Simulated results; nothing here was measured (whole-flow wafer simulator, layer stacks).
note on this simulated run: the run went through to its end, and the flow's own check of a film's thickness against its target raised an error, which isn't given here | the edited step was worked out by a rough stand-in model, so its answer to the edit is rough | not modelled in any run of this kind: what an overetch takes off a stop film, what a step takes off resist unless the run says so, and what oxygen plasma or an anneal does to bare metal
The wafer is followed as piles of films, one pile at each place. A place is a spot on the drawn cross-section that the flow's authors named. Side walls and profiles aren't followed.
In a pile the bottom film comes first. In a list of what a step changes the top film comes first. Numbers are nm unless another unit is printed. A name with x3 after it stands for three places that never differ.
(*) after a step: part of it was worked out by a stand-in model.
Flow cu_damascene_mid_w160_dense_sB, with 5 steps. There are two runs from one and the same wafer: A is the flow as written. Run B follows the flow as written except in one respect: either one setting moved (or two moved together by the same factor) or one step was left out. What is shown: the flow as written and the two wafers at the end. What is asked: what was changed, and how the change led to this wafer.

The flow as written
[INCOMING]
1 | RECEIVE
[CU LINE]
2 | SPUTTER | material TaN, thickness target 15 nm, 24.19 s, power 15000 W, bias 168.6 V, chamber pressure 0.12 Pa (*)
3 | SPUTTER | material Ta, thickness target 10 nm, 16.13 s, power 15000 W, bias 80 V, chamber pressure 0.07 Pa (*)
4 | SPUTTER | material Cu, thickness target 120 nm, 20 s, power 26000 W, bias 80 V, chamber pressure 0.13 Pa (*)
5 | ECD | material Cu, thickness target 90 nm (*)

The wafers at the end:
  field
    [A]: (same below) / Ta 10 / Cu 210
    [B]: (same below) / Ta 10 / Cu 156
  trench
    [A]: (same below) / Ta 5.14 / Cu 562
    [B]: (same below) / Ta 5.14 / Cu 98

The reason: step 5, ECD: thickness target 36 nm was run, though the flow has thickness target 90 nm.

The path from the change to this, step by step:
  5 | ECD | material Cu, thickness target 90 nm (*)
      field: A +90 Cu | B +36 Cu
      trench: A +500 Cu | B +36 Cu
